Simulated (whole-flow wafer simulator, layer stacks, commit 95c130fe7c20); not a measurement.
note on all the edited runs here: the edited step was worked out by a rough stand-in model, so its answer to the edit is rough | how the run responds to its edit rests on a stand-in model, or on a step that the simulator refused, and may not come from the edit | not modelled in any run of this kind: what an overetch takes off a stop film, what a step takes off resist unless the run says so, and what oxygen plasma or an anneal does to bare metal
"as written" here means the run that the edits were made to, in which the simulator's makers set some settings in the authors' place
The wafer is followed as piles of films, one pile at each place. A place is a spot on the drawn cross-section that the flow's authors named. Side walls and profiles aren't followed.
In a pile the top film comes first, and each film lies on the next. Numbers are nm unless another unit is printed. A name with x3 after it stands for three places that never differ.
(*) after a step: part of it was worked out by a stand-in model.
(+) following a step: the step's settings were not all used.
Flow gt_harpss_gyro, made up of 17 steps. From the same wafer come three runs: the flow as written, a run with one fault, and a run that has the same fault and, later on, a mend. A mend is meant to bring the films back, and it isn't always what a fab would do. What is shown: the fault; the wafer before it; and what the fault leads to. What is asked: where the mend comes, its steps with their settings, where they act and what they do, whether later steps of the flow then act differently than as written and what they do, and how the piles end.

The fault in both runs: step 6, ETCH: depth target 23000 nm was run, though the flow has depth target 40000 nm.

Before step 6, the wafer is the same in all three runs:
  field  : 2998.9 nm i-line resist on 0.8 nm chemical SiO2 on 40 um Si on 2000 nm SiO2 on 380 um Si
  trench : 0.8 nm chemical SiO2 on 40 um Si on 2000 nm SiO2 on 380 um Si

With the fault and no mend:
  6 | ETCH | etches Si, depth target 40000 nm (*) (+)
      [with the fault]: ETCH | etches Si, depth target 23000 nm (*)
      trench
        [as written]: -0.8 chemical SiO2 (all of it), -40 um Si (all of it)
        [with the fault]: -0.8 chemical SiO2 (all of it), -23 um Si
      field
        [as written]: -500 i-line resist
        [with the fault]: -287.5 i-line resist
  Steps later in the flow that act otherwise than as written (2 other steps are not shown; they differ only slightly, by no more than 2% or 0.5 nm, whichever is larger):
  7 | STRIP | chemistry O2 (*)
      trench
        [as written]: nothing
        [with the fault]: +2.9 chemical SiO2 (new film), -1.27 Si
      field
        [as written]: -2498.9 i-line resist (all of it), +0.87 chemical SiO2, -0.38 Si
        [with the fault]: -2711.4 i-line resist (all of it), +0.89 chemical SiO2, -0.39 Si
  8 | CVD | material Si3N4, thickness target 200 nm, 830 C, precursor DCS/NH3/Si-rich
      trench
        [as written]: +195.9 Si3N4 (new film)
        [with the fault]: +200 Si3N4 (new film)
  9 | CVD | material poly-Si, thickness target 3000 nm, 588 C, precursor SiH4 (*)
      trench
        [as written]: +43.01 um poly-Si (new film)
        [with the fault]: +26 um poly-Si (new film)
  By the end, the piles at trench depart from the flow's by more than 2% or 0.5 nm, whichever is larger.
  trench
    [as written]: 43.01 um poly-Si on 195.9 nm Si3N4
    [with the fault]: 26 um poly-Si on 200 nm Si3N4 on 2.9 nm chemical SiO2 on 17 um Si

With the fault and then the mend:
  The mend follows step 6.
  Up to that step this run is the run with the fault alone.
  6a | ETCH | etches Si, depth target 17000 nm (*) (+) (a further turn of the flow's step 6, with different settings)
      field
        -212.5 i-line resist
      trench
        -17 um Si (all of it)
  Every later step of the flow that is run acts as written at every place that is followed.
  By the end, the piles equal the flow's at every place that both follow.
